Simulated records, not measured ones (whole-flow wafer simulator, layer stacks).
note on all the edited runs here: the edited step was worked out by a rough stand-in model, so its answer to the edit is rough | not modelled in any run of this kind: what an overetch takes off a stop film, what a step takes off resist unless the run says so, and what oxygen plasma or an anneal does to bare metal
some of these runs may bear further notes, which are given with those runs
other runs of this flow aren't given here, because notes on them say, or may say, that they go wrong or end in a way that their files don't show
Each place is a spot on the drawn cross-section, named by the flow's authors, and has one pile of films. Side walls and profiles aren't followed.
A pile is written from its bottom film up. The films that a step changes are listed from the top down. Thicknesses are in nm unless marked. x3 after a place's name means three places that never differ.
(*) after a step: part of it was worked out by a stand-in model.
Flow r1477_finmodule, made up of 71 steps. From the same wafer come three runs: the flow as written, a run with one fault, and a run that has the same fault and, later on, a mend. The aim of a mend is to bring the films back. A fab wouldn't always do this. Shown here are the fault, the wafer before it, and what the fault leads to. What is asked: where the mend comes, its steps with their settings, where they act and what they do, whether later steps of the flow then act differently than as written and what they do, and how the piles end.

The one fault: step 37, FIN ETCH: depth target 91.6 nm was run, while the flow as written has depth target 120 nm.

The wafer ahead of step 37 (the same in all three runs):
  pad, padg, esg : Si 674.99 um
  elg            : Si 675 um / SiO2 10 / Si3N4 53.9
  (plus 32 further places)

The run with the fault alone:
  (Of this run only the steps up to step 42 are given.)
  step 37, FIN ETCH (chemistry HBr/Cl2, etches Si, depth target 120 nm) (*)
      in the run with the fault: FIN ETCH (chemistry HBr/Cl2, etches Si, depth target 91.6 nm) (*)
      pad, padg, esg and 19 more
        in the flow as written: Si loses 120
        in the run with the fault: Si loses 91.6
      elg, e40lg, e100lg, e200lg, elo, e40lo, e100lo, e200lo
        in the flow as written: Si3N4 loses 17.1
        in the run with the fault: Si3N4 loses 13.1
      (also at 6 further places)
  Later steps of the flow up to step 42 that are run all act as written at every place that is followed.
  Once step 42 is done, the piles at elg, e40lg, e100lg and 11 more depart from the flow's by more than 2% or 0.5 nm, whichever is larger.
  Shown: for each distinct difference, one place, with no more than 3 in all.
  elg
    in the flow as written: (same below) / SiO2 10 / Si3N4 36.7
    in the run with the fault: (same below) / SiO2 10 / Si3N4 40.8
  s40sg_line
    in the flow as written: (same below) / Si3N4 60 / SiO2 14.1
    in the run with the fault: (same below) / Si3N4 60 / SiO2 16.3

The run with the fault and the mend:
  After step 38 comes the mend.
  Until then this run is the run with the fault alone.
  step 38a, FIN ETCH (chemistry HBr/Cl2, etches Si, depth target 28.4 nm) (*) (the flow's step 37, run once more with other settings)
      pad, padg, esg and 19 more
        Si loses 28.4
      elg, e40lg, e100lg, e200lg, elo, e40lo, e100lo, e200lo
        Si3N4 loses 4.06
      s40sg_line, s45sg_line, s50sg_line, s40so_line, s45so_line, s50so_line
        SiO2 loses 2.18
  Later steps of the flow that are run all act as written at every place that is followed.
  The piles end the same as the flow's at every place that both follow.
